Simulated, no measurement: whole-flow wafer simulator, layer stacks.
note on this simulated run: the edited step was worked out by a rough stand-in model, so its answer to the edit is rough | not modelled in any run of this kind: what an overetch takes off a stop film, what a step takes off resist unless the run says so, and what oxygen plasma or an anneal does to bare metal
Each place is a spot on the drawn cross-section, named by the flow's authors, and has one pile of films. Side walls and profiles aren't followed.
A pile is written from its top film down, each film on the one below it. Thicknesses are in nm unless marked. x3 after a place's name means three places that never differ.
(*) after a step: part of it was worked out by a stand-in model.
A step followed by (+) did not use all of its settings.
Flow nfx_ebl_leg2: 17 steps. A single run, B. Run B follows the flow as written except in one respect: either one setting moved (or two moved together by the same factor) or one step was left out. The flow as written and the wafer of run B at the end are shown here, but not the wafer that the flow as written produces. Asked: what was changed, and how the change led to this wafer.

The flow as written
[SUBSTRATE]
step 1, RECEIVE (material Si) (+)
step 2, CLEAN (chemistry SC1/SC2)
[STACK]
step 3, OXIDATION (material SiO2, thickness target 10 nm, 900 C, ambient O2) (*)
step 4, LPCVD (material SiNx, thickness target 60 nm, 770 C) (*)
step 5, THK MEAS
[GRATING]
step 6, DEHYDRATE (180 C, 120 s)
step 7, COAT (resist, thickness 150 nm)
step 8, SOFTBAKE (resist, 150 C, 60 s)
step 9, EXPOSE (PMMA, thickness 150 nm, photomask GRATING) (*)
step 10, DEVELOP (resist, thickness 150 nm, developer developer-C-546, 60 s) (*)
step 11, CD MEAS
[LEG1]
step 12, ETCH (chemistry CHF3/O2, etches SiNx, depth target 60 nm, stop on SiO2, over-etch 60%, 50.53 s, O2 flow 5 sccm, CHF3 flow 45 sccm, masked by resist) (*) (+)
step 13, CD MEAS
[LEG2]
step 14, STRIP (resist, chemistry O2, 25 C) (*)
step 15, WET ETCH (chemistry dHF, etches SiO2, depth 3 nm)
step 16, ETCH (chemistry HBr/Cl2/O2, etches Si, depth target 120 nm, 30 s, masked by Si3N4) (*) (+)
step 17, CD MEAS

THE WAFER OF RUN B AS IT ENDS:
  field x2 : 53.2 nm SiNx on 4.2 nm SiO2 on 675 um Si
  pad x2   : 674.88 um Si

The reason: step 3, OXIDATION: thickness target 4.2 nm was run, though the flow has thickness target 10 nm.
The wafer lets one read it off: field x2 has SiO2 4.2, and step 3 as written asks for 10 nm.

Step by step, how the change led to this:
  step 3, OXIDATION (material SiO2, thickness target 10 nm, 900 C, ambient O2) (*)
      field x2, pad x2: +4.2 SiO2 (new film), -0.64 chemical SiO2 (all of it), -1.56 Si (in the flow as written it would be: +10 SiO2 (new film), -0.64 chemical SiO2 (all of it), -4.12 Si)
  step 12, ETCH (chemistry CHF3/O2, etches SiNx, depth target 60 nm, stop on SiO2, over-etch 60%, 50.53 s, O2 flow 5 sccm, CHF3 flow 45 sccm, masked by resist) (*) (+)
      pad x2: -60 SiNx (all of it), -4.2 SiO2 (all of it) (in the flow as written it would be: -60 SiNx (all of it), -10 SiO2 (all of it))
